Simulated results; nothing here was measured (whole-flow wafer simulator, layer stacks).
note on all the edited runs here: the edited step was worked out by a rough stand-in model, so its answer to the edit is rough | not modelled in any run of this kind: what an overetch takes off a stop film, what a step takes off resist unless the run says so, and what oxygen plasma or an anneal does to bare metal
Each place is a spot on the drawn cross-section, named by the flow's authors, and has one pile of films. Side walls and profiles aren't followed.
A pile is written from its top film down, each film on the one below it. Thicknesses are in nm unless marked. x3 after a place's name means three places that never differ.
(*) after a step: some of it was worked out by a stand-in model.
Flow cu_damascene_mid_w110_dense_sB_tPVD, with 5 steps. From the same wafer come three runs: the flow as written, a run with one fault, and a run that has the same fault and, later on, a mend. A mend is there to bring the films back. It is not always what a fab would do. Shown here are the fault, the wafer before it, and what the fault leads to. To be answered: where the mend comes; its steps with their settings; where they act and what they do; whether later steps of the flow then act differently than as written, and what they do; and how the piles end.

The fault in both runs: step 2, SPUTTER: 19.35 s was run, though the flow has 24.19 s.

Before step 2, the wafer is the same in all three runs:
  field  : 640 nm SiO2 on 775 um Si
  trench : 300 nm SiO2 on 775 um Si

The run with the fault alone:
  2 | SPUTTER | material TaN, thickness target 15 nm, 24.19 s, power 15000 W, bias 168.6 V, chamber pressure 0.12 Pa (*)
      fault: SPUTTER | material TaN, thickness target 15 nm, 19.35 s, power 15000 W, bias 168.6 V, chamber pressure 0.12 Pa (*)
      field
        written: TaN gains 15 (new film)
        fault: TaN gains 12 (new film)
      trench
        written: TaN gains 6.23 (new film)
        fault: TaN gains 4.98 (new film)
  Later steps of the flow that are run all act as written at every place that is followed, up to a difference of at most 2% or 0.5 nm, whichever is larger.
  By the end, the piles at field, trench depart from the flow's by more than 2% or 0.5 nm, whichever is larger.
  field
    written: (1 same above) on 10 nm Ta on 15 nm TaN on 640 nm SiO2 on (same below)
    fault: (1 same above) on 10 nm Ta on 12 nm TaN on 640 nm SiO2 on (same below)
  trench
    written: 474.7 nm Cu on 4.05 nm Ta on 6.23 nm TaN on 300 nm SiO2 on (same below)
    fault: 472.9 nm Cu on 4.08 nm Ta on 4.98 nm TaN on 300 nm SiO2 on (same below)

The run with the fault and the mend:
  After step 2 comes the mend.
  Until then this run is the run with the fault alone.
  2a | SPUTTER | material TaN, thickness target 15 nm, 4.84 s, power 15000 W, bias 168.6 V, chamber pressure 0.12 Pa (*) (the flow's step 2 again, with other settings)
      field
        TaN gains 3
      trench
        TaN gains 1.2
  Later steps of the flow that are run all act as written at every place that is followed, up to a difference of at most 2% or 0.5 nm, whichever is larger.
  When the end is reached, the piles differ only a little from the flow's at the places that both follow, at most by 2% or 0.5 nm, whichever is larger.
